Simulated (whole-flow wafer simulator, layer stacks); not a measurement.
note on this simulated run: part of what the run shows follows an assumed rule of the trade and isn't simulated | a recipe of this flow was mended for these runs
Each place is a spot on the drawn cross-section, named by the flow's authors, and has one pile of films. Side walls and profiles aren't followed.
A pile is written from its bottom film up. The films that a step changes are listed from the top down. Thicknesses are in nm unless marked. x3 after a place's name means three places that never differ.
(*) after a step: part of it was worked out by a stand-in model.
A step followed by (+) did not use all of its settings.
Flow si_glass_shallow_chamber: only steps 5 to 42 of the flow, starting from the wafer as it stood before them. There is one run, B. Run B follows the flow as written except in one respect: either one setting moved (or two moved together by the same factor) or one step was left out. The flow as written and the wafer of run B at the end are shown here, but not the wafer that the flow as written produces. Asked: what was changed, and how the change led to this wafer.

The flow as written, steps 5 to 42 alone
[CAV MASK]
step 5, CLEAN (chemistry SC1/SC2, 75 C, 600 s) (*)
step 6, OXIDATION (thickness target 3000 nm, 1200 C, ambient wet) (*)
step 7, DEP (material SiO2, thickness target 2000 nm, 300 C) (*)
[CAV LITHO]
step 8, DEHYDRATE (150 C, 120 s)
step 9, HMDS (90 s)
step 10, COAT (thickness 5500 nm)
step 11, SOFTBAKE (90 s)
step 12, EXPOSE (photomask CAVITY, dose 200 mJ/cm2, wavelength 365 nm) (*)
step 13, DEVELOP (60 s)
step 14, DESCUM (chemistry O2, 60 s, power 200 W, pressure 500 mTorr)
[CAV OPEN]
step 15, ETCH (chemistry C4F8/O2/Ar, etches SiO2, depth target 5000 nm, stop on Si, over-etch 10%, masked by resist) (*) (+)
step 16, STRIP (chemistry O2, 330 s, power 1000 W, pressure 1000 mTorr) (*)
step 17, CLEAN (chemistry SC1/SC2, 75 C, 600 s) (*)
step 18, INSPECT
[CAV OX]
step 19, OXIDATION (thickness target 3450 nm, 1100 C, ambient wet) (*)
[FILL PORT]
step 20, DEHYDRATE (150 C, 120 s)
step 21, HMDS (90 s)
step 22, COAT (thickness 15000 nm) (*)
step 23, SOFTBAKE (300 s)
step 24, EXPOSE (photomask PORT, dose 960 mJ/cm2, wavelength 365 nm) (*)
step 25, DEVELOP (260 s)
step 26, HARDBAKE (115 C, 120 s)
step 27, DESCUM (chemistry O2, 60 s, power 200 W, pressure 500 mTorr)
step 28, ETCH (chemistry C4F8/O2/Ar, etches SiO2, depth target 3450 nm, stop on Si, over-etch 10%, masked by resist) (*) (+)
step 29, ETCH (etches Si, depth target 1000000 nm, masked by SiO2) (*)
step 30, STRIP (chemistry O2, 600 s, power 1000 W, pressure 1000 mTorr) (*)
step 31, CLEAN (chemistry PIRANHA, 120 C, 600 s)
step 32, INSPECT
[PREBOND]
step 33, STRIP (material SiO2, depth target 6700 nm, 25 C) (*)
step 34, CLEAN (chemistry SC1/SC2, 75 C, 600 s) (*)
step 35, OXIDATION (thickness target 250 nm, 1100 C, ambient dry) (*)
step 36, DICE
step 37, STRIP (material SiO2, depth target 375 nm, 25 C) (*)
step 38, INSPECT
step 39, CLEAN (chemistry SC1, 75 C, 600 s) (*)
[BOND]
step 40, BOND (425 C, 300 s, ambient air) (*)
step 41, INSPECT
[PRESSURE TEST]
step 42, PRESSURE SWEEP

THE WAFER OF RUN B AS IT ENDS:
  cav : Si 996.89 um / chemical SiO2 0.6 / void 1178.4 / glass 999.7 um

Cause: step 15, ETCH: depth target 5600 nm was run, though the flow has depth target 5000 nm.

Step by step, how the change led to this:
  step 15, ETCH (chemistry C4F8/O2/Ar, etches SiO2, depth target 5000 nm, stop on Si, over-etch 10%, masked by resist) (*) (+)
      cav, port: SiO2 loses 5000 (all of it), Si loses 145 (in the flow as written it would be: SiO2 loses 5000 (all of it), Si loses 62.5)
  step 22, COAT (thickness 15000 nm) (*)
      rim: thick-i-line-resist gains 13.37 um (new film) (in the flow as written it would be: thick-i-line-resist gains 13.4 um (new film))
      ramp: thick-i-line-resist gains 12.85 um (new film) (in the flow as written it would be: thick-i-line-resist gains 12.89 um (new film))
      (and at 2 other places as well)
  step 23, SOFTBAKE (300 s)
      rim: thick-i-line-resist loses 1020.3 (in the flow as written it would be: thick-i-line-resist loses 997)
      ramp: thick-i-line-resist loses 499.4 (in the flow as written it would be: thick-i-line-resist loses 487.1)
      (and at 4 other places as well)
  step 25, DEVELOP (260 s)
      port: thick-i-line-resist loses 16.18 um (all of it) (in the flow as written it would be: thick-i-line-resist loses 16.16 um (all of it))
  step 29, ETCH (etches Si, depth target 1000000 nm, masked by SiO2) (*)
      rim, ramp: thick-i-line-resist loses 11.42 um (all of it), SiO2 loses 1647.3 (in the flow as written it would be: thick-i-line-resist loses 11.47 um (all of it), SiO2 loses 1617.3)
      port: hole gains 996.97 um (new film), Si loses 996.97 um (all of it) (in the flow as written it would be: hole gains 997.05 um (new film), Si loses 997.05 um (all of it))
      (and at 1 other place as well)
  step 30, STRIP (chemistry O2, 600 s, power 1000 W, pressure 1000 mTorr) (*)
      cav: thick-i-line-resist loses 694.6 (all of it) (in the flow as written it would be: thick-i-line-resist loses 669.6 (all of it))
  step 40, BOND (425 C, 300 s, ambient air) (*)
      cav: glass gains 999.7 um (new film), void gains 1178.4 (new film) (in the flow as written it would be: glass gains 999.7 um (new film), void gains 1095.9 (new film))
      port: glass gains 999.7 um (new film), hole gains 1099.8 (in the flow as written it would be: glass gains 999.7 um (new film), hole gains 1017.3)
